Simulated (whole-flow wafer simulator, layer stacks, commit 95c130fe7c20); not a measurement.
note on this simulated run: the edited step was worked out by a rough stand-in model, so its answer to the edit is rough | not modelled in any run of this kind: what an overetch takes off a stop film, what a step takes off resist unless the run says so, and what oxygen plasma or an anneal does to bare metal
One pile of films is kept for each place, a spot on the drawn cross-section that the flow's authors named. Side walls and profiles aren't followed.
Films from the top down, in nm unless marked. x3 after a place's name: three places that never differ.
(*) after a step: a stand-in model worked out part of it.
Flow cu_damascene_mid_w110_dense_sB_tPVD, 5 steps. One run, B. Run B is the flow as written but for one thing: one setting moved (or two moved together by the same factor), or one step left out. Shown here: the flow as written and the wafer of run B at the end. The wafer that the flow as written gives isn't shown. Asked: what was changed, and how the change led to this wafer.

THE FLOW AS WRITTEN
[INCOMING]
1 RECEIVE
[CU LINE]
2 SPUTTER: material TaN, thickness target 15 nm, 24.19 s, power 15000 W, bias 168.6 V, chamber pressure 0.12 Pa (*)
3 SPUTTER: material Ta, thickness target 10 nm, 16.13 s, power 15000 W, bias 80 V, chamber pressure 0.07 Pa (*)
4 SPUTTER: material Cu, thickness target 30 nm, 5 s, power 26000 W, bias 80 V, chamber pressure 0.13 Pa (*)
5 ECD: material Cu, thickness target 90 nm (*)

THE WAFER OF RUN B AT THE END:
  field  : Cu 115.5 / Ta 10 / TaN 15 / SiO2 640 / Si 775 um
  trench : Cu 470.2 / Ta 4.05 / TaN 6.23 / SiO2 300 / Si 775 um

The cause: step 4, SPUTTER: 4.25 s was run, where the flow has 5 s.

How the change led to this, step by step:
  4 SPUTTER: material Cu, thickness target 30 nm, 5 s, power 26000 W, bias 80 V, chamber pressure 0.13 Pa (*)
      field: Cu +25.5 (new film) (as written it would be: Cu +30 (new film))
      trench: Cu +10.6 (new film) (as written it would be: Cu +12.5 (new film))
